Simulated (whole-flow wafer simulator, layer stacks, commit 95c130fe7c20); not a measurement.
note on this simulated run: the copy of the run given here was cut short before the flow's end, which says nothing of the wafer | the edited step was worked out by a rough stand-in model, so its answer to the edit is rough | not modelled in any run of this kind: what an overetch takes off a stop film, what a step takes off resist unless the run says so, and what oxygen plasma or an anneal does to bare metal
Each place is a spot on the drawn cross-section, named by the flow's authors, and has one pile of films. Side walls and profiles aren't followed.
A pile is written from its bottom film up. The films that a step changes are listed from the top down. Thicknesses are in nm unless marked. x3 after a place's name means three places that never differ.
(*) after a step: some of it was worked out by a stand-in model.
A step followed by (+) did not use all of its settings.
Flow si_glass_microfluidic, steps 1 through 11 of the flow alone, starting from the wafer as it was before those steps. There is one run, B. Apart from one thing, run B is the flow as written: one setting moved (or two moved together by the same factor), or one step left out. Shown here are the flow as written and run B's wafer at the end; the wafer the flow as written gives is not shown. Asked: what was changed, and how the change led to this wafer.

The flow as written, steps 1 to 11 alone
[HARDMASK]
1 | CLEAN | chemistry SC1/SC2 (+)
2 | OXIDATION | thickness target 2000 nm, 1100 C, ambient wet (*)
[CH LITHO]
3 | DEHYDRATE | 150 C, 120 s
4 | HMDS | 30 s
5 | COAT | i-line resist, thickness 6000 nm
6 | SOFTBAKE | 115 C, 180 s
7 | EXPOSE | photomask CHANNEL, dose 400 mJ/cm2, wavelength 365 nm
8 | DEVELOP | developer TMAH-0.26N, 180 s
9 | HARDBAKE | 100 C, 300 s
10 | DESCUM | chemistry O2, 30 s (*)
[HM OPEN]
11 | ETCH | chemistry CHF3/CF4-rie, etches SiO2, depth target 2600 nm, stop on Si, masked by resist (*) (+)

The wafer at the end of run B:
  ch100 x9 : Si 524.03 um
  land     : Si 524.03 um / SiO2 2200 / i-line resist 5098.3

Cause: step 2, OXIDATION: thickness target 2200 nm was run, while the flow as written has thickness target 2000 nm.
One can read it off the wafer: land has SiO2 2200, and step 2 as written asks for 2000 nm.

Step by step, how the change led to this:
  2 | OXIDATION | thickness target 2000 nm, 1100 C, ambient wet (*)
      land, ch100 x9: SiO2 gains 2200 (new film), chemical SiO2 loses 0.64 (all of it), Si loses 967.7 (as written it would have been: SiO2 gains 2000 (new film), chemical SiO2 loses 0.64 (all of it), Si loses 879.7)
  11 | ETCH | chemistry CHF3/CF4-rie, etches SiO2, depth target 2600 nm, stop on Si, masked by resist (*) (+)
      ch100 x9: SiO2 loses 2200 (all of it) (as written it would have been: SiO2 loses 2000 (all of it))
